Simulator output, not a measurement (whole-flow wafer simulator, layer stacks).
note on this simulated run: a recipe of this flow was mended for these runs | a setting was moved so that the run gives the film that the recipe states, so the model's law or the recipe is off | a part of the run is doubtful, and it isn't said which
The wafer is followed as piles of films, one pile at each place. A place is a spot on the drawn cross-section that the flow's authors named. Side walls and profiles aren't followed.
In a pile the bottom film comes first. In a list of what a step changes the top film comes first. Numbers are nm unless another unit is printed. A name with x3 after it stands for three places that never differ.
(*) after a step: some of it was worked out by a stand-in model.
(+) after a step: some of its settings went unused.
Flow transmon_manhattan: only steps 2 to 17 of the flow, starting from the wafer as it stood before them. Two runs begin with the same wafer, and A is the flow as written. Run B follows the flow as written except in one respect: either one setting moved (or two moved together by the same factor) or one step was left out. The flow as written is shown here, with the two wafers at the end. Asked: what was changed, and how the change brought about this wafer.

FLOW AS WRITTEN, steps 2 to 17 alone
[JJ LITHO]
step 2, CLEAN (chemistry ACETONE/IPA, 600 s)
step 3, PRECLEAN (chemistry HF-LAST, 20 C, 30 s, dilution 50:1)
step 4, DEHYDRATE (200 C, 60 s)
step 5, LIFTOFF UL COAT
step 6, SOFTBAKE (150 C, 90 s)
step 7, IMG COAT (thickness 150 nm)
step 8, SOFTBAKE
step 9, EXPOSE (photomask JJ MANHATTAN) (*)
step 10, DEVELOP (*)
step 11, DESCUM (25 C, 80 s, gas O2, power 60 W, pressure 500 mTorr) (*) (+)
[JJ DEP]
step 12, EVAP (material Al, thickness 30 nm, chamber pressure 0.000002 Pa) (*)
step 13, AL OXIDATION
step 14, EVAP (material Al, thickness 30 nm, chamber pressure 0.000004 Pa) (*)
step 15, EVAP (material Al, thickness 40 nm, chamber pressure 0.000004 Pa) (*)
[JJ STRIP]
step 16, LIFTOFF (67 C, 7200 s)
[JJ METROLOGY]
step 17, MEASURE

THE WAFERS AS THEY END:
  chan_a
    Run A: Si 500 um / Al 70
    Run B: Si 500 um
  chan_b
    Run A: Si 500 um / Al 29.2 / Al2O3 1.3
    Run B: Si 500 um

Cause: step 10, DEVELOP (*), was skipped.

Step by step, how the change led to this:
  step 11, DESCUM (25 C, 80 s, gas O2, power 60 W, pressure 500 mTorr) (*) (+)
      chan_a, chan_b: A nothing | B e-beam-resist loses 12
  step 12, EVAP (material Al, thickness 30 nm, chamber pressure 0.000002 Pa) (*)
      chan_a: A nothing | B Al gains 30 (new film)
  step 13, AL OXIDATION
      chan_a: A nothing | B Al2O3 gains 1.3 (new film), Al loses 0.79
  step 14, EVAP (material Al, thickness 30 nm, chamber pressure 0.000004 Pa) (*)
      chan_b: A nothing | B Al gains 30 (new film)
  step 15, EVAP (material Al, thickness 40 nm, chamber pressure 0.000004 Pa) (*)
      chan_b: A nothing | B Al gains 40
  step 16, LIFTOFF (67 C, 7200 s)
      chan_a, chan_b: A nothing | B Al loses 70 (all of it), Al2O3 loses 1.3 (all of it), Al loses 29.2 (all of it), e-beam-resist loses 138 (all of it), copolymer-underlayer loses 500 (all of it)
If metal films that touch count as one body, chan_a has 0 bodies; the flow as written gives 1 body.
If metal films that touch count as one body, chan_b has 0 bodies; the flow as written gives 1 body.
